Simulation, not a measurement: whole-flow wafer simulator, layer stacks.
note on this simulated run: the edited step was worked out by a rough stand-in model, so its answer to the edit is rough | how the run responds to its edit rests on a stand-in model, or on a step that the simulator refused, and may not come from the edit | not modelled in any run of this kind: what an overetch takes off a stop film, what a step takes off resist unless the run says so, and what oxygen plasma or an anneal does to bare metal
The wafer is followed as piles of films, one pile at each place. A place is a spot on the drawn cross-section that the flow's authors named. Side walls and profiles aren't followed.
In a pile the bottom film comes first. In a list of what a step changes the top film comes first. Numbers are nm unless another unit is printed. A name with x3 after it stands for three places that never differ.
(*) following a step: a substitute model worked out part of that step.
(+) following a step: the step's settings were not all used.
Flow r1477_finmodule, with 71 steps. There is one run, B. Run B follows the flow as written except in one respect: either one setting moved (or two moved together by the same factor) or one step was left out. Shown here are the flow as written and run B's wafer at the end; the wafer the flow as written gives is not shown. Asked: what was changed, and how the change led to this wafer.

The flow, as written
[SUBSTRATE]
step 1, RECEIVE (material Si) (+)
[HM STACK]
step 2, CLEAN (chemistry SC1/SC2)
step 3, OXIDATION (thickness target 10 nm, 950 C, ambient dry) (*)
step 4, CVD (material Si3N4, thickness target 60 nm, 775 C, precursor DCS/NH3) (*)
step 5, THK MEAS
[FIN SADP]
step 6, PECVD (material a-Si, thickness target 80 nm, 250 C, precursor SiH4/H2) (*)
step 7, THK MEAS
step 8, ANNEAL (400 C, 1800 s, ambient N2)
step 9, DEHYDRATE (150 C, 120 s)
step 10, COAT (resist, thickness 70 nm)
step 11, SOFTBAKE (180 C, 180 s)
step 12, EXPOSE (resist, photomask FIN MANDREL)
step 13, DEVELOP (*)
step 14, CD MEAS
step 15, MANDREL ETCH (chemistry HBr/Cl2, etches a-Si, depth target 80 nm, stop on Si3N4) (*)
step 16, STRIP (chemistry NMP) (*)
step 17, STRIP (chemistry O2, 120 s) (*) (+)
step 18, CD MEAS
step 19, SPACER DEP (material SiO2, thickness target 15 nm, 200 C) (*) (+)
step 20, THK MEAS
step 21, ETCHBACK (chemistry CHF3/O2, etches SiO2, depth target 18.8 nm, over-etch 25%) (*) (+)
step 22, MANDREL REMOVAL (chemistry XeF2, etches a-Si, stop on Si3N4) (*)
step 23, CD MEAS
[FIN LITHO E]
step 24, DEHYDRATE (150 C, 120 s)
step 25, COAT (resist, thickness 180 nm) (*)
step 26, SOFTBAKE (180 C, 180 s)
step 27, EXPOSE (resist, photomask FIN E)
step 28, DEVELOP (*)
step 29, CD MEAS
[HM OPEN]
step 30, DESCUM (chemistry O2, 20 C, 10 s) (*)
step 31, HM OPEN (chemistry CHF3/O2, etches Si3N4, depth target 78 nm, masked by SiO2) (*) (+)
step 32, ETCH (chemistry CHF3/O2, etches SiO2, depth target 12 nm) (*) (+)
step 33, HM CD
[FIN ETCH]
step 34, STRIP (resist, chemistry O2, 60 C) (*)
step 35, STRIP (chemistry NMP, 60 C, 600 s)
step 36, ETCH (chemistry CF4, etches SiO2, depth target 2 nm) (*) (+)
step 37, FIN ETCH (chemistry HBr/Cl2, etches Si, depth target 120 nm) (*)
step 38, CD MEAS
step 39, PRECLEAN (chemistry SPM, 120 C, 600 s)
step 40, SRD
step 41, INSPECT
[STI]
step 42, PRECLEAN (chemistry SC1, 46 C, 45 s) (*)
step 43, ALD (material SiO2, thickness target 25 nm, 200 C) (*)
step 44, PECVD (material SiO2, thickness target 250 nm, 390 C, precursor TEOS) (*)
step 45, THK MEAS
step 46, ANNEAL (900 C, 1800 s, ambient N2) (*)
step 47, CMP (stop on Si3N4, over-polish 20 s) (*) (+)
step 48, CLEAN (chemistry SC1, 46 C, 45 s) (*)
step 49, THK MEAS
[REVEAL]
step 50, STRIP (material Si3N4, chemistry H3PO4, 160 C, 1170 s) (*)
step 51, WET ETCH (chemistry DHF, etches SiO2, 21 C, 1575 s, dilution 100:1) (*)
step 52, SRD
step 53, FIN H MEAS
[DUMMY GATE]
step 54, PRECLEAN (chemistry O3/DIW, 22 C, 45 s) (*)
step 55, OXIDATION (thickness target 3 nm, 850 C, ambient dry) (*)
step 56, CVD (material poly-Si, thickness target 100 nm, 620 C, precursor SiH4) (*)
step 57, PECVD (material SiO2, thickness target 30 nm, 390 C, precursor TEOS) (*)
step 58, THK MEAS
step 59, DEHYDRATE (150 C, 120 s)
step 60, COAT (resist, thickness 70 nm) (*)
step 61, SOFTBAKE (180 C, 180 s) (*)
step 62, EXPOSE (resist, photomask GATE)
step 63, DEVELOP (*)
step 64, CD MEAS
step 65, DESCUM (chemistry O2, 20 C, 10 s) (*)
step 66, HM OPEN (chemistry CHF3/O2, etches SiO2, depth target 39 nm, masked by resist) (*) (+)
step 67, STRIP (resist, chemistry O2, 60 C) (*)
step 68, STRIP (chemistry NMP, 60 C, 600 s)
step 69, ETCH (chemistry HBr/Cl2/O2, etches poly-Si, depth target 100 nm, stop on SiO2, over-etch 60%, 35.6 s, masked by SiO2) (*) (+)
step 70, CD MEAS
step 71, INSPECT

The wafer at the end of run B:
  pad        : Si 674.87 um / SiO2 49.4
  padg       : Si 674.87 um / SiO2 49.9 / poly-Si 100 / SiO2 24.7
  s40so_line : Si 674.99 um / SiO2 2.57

Cause: step 44, PECVD: thickness target 118.8 nm was run, while the flow as written has thickness target 250 nm.

The path from the change to this, step by step:
  step 44, PECVD (material SiO2, thickness target 250 nm, 390 C, precursor TEOS) (*)
      pad, padg, elg and 33 more: SiO2 gains 118.8 (in the flow as written it would be: SiO2 gains 250)
  step 46, ANNEAL (900 C, 1800 s, ambient N2) (*)
      pad, padg, elg and 33 more: SiO2 loses 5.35 (in the flow as written it would be: SiO2 loses 11.2)
  step 47, CMP (stop on Si3N4, over-polish 20 s) (*) (+)
      pad, padg, e40sg and 11 more: nothing (in the flow as written it would be: SiO2 loses 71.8)
      eso: nothing (in the flow as written it would be: SiO2 loses 72.4)
      (also at 21 further places)
  step 60, COAT (resist, thickness 70 nm) (*)
      e40lg, e100lg, e200lg, elo, e40lo, e100lo, e200lo: resist gains 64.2 (new film) (in the flow as written it would be: resist gains 66.9 (new film))
      e40sg, e40so: resist gains 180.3 (new film) (in the flow as written it would be: resist gains 129.5 (new film))
      (also at 23 further places)
  step 63, DEVELOP (*)
      elo, e40lo, e100lo, e200lo: resist loses 64.2 (all of it) (in the flow as written it would be: resist loses 66.9 (all of it))
      eso: resist loses 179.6 (all of it) (in the flow as written it would be: resist loses 129.5 (all of it))
      (also at 12 further places)
  step 67, STRIP (resist, chemistry O2, 60 C) (*)
      e40lg, e100lg, e200lg: resist loses 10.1 (all of it) (in the flow as written it would be: resist loses 12.8 (all of it))
      e40sg: resist loses 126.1 (all of it) (in the flow as written it would be: resist loses 75.4 (all of it))
      (also at 11 further places)
